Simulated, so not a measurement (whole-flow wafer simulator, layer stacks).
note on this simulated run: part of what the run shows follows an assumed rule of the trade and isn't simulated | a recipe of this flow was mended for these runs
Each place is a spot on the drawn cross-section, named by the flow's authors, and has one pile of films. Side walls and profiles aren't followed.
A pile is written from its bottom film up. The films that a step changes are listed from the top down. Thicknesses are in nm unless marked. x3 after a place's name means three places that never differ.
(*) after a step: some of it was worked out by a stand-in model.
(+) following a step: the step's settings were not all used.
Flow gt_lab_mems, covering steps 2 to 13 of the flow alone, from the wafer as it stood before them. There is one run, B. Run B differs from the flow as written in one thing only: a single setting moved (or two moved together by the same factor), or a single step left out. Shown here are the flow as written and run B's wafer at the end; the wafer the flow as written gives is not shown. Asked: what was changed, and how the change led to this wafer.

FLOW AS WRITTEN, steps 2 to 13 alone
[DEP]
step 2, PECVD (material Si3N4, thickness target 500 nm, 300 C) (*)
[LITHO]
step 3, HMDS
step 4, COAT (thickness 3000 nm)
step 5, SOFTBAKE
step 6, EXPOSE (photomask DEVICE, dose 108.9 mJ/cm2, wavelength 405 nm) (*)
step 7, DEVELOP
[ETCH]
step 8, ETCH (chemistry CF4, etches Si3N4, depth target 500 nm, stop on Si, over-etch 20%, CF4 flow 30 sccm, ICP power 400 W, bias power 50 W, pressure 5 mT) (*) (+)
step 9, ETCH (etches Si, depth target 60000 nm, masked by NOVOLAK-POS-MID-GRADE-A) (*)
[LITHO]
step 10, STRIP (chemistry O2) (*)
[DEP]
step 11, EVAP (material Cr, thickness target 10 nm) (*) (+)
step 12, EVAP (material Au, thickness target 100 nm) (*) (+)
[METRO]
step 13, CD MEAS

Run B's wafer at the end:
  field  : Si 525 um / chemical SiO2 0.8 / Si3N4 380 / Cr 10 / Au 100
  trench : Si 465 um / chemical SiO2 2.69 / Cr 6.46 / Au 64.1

The reason: step 2, PECVD: thickness target 380 nm was run, though the flow has thickness target 500 nm; step 8, ETCH: depth target 380 nm was run, where the flow has depth target 500 nm.
One can read it off the wafer: field has Si3N4 380, and step 2 as written asks for 500 nm.

Step by step, how the change led to this:
  step 2, PECVD (material Si3N4, thickness target 500 nm, 300 C) (*)
      field, trench: Si3N4 gains 380 (new film) (as written it would have been: Si3N4 gains 500 (new film))
  step 8, ETCH (chemistry CF4, etches Si3N4, depth target 500 nm, stop on Si, over-etch 20%, CF4 flow 30 sccm, ICP power 400 W, bias power 50 W, pressure 5 mT) (*) (+)
      field: g/i-line-resist loses 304 (as written it would have been: g/i-line-resist loses 400)
      trench: Si3N4 loses 380 (all of it), chemical SiO2 loses 0.8 (all of it), Si loses 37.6 (as written it would have been: Si3N4 loses 500 (all of it), chemical SiO2 loses 0.8 (all of it), Si loses 49.6)
  step 10, STRIP (chemistry O2) (*)
      field: g/i-line-resist loses 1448 (all of it) (as written it would have been: g/i-line-resist loses 1352 (all of it))
